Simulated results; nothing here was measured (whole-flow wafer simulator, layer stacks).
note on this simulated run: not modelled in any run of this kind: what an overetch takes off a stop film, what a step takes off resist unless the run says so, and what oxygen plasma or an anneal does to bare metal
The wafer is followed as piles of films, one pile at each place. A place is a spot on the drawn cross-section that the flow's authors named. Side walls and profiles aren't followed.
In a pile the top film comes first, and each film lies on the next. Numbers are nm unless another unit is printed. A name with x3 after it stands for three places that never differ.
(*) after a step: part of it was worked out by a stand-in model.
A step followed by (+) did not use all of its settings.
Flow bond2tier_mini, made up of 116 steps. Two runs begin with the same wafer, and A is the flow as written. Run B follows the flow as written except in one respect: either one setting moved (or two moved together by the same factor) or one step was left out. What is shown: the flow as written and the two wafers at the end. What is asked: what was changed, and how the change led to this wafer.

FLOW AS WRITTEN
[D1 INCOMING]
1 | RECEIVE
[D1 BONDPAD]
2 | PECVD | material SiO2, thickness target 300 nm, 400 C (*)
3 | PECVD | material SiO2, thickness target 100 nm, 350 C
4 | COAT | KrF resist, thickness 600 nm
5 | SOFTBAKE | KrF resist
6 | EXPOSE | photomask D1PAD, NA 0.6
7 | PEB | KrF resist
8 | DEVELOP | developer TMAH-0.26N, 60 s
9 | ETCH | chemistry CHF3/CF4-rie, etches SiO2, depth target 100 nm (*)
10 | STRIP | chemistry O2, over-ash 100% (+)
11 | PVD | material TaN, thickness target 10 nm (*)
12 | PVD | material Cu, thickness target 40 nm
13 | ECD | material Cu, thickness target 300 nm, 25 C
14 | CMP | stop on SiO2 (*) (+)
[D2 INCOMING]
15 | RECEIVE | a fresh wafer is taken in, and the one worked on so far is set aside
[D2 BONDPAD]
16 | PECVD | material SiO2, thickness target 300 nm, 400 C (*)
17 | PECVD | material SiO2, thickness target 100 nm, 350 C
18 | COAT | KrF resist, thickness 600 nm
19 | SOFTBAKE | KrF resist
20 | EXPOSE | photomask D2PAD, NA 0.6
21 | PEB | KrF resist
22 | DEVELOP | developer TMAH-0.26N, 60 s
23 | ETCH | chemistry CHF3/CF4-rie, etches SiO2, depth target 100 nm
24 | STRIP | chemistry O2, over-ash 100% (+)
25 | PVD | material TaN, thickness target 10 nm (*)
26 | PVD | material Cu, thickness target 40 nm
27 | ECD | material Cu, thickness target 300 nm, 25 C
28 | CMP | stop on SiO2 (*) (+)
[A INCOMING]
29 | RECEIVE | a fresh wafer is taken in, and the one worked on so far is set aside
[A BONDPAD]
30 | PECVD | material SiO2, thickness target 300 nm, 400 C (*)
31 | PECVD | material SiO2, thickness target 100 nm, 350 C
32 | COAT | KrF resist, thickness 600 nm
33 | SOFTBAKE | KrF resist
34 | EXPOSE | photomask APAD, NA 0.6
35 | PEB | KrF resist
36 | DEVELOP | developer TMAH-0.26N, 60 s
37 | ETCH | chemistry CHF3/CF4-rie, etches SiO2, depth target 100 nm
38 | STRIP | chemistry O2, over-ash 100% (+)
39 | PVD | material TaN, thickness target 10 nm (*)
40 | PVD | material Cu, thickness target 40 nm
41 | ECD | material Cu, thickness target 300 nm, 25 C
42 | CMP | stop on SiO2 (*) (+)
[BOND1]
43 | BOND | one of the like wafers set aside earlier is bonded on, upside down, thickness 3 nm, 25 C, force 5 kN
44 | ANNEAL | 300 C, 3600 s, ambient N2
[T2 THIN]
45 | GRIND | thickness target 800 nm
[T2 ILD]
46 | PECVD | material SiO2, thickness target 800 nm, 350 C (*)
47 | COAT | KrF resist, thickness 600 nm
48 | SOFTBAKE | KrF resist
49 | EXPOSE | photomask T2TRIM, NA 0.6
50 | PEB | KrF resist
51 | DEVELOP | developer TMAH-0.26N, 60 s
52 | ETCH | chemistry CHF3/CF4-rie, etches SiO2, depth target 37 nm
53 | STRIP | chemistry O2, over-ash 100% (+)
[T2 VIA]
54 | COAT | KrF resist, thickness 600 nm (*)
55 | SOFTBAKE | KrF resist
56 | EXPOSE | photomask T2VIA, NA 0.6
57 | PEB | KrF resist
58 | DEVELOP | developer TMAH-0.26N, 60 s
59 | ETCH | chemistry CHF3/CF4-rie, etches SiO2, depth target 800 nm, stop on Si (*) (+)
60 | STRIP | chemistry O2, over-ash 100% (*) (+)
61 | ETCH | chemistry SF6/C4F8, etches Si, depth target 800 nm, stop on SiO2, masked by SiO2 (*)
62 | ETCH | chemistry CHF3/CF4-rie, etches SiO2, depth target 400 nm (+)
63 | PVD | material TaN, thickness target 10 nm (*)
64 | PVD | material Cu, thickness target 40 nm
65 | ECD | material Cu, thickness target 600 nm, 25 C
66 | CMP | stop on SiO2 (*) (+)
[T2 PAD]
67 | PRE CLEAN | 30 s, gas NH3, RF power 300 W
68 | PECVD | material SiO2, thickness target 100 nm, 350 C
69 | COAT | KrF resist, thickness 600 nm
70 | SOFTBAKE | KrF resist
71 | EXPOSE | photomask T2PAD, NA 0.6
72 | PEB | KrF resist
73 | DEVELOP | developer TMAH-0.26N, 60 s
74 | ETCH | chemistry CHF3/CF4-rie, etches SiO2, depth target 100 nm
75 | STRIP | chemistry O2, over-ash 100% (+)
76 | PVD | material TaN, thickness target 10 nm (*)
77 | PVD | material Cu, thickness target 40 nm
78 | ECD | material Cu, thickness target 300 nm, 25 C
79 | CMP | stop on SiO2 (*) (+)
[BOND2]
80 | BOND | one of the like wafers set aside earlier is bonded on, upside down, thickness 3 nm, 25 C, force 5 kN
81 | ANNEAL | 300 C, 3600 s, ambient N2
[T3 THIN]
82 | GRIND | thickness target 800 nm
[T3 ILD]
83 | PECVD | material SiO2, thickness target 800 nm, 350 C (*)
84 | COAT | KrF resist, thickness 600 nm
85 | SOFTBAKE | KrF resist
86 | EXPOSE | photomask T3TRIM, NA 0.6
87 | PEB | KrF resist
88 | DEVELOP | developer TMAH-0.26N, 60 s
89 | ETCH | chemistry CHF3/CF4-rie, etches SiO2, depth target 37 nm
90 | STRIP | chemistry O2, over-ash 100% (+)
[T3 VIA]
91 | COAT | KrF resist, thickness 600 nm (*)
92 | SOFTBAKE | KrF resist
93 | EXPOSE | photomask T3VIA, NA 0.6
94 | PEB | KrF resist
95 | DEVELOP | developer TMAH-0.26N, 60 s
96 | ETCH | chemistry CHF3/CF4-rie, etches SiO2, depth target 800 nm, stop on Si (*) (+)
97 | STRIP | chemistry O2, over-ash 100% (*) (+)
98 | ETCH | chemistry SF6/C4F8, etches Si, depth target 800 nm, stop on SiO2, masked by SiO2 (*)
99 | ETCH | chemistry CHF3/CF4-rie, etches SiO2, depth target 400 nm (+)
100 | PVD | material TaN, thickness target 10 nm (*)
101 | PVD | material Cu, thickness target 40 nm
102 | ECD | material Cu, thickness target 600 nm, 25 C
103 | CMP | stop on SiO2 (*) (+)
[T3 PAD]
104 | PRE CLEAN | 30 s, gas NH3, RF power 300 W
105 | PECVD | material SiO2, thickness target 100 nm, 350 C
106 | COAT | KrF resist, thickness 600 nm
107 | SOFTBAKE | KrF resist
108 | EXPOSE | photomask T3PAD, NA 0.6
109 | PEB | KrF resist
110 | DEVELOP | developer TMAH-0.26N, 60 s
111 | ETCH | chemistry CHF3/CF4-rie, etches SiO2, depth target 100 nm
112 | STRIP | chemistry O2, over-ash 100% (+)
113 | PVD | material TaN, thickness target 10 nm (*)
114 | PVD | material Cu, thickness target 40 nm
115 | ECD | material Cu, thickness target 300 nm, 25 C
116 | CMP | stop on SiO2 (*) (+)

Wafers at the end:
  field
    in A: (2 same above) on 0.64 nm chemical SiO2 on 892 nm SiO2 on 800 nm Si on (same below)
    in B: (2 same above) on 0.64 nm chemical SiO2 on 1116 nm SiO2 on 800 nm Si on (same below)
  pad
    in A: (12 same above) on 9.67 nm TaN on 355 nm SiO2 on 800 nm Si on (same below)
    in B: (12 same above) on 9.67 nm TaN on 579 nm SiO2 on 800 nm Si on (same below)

The reason: step 62, ETCH: depth target 176 nm was run, whereas the flow has depth target 400 nm.

Step by step, how the change led to this:
  62 | ETCH | chemistry CHF3/CF4-rie, etches SiO2, depth target 400 nm (+)
      field, pad: A SiO2 loses 400 | B SiO2 loses 176
